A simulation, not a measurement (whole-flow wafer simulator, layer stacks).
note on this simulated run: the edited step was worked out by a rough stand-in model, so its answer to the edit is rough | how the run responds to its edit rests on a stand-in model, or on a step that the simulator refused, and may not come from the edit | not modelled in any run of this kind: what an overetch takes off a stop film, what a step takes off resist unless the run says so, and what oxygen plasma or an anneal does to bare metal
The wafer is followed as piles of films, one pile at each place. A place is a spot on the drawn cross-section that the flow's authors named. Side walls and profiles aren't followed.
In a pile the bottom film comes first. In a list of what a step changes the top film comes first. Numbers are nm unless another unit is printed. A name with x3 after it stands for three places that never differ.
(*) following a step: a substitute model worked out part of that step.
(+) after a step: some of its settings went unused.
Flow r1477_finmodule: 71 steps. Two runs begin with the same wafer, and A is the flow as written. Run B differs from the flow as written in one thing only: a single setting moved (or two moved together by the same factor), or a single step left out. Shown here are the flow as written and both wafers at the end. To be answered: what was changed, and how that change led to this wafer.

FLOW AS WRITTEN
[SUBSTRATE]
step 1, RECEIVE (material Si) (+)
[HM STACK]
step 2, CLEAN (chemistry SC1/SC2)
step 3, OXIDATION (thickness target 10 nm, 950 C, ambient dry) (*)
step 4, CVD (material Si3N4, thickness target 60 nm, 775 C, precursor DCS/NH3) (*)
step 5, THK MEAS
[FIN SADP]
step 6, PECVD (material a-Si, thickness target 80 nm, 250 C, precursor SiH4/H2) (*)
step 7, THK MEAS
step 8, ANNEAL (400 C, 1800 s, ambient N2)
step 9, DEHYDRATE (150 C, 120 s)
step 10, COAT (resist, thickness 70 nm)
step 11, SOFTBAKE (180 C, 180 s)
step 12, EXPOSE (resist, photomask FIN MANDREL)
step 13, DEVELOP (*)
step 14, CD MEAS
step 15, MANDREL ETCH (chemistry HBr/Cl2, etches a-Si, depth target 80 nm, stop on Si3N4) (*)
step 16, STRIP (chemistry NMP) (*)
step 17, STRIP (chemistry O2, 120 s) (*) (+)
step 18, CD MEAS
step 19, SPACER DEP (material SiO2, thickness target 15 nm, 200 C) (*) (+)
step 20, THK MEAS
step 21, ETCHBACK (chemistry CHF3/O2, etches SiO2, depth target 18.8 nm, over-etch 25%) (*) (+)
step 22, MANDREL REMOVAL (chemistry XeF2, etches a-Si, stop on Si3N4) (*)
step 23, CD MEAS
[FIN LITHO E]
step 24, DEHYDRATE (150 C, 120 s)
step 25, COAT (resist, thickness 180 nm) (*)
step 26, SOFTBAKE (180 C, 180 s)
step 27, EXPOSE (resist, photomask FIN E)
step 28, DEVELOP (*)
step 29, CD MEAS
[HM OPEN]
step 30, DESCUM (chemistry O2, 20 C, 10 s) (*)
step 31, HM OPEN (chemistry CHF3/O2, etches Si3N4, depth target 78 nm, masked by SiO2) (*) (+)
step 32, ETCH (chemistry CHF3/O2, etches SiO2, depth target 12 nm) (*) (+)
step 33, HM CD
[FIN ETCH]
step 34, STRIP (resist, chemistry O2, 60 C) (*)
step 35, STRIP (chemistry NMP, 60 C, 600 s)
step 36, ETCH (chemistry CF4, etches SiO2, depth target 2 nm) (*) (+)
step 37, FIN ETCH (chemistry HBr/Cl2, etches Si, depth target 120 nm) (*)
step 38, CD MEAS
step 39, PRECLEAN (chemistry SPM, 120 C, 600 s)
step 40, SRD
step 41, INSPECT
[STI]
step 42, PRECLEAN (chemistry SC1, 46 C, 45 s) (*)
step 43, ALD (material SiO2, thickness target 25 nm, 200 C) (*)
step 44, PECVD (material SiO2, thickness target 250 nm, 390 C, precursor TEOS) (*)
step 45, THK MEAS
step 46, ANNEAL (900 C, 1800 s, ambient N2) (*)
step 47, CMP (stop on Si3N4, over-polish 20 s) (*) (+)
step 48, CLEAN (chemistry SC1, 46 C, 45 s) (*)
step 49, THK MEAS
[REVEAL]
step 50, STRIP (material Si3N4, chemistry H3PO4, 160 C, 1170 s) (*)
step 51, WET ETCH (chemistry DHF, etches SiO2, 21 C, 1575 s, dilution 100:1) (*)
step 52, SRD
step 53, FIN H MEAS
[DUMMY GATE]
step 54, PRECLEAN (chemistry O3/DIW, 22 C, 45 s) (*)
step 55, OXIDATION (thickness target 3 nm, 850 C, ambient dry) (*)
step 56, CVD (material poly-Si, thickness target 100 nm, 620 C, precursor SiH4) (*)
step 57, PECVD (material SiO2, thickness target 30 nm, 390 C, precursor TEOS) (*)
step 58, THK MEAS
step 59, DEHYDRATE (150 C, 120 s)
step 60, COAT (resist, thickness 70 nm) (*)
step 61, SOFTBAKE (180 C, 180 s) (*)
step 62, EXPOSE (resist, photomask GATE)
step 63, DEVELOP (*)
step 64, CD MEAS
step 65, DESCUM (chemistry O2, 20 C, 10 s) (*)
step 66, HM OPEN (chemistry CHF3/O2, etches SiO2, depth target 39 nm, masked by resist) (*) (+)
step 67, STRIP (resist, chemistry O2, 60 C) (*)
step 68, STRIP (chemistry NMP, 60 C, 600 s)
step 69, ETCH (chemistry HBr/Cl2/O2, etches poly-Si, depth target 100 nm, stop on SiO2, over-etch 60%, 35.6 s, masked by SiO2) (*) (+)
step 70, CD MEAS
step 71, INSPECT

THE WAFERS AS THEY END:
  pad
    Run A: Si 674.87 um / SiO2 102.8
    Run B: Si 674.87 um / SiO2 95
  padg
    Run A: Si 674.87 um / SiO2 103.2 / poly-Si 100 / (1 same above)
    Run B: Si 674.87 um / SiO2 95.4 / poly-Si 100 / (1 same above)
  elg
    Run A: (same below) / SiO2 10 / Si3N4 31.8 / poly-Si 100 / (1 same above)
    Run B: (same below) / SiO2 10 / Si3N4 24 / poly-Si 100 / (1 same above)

Cause: step 4, CVD: thickness target 52.2 nm was run, whereas the flow has thickness target 60 nm.

The path from the change to this, step by step:
  step 4, CVD (material Si3N4, thickness target 60 nm, 775 C, precursor DCS/NH3) (*)
      pad, padg, elg and 33 more: A +60 Si3N4 (new film) | B +52.2 Si3N4 (new film)
  step 31, HM OPEN (chemistry CHF3/O2, etches Si3N4, depth target 78 nm, masked by SiO2) (*) (+)
      s40cg, s45cg, s50cg, s40co, s45co, s50co: A -60 Si3N4 (all of it), -9 SiO2 | B -52.2 Si3N4 (all of it), -10 SiO2 (all of it)
      pad, padg, esg and 13 more: A -56.4 Si3N4 (all of it), -10 SiO2 (all of it) | B -48.6 Si3N4 (all of it), -10 SiO2 (all of it)
      (also at 14 further places)
  step 32, ETCH (chemistry CHF3/O2, etches SiO2, depth target 12 nm) (*) (+)
      s40cg, s40co: A -1 SiO2 (all of it), -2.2 Si | B -2.09 Si
      s45cg, s45co: A -1 SiO2 (all of it), -2.2 Si | B -2.13 Si
      (also at 2 further places)
  step 34, STRIP (resist, chemistry O2, 60 C) (*)
      elg, e40lg, e100lg, e200lg, elo, e40lo, e100lo, e200lo: A -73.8 resist (all of it) | B -78.9 resist (all of it)
  step 43, ALD (material SiO2, thickness target 25 nm, 200 C) (*)
      s45cg, s50cg, s45co, s50co: A +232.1 SiO2 (new film) | B +226.8 SiO2 (new film)
      s40cg, s40co: A +232.1 SiO2 (new film) | B +226.7 SiO2 (new film)
      (also at 1 further place)
  step 47, CMP (stop on Si3N4, over-polish 20 s) (*) (+)
      pad, padg, e40sg and 11 more: A -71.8 SiO2 | B -79.6 SiO2
      eso: A -72.4 SiO2 | B -80.2 SiO2
  step 50, STRIP (material Si3N4, chemistry H3PO4, 160 C, 1170 s) (*)
      s40sg_line, s45sg_line, s50sg_line, s40so_line, s45so_line, s50so_line: A -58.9 Si3N4 (all of it), -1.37 SiO2 | B -51.1 Si3N4 (all of it), -1.61 SiO2
  step 56, CVD (material poly-Si, thickness target 100 nm, 620 C, precursor SiH4) (*)
      s40cg, s40co: A +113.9 poly-Si (new film) | B +123.7 poly-Si (new film)
      s45cg, s45co: A +113.4 poly-Si (new film) | B +123.7 poly-Si (new film)
      (also at 2 further places)
  step 60, COAT (resist, thickness 70 nm) (*)
      s40cg, s40co: A +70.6 resist (new film) | B +68.8 resist (new film)
      s40sg, s40so: A +91 resist (new film) | B +99 resist (new film)
      (also at 6 further places)
  step 63, DEVELOP (*)
      s40co: A -70.6 resist (all of it) | B -68.8 resist (all of it)
      s40so: A -91 resist (all of it) | B -99 resist (all of it)
      (also at 3 further places)
  step 67, STRIP (resist, chemistry O2, 60 C) (*)
      s40cg: A -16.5 resist (all of it) | B -14.7 resist (all of it)
      s40sg: A -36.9 resist (all of it) | B -44.9 resist (all of it)
      (also at 3 further places)
  step 69, ETCH (chemistry HBr/Cl2/O2, etches poly-Si, depth target 100 nm, stop on SiO2, over-etch 60%, 35.6 s, masked by SiO2) (*) (+)
      s40co: A -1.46 chemical SiO2 (all of it), -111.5 poly-Si (all of it), -0.24 SiO2 | B -1.46 chemical SiO2 (all of it), -121.3 poly-Si (all of it), -0.19 SiO2
      s45co: A -1.46 chemical SiO2 (all of it), -110.9 poly-Si (all of it), -0.25 SiO2 | B -1.46 chemical SiO2 (all of it), -121.3 poly-Si (all of it), -0.19 SiO2
      (also at 1 further place)
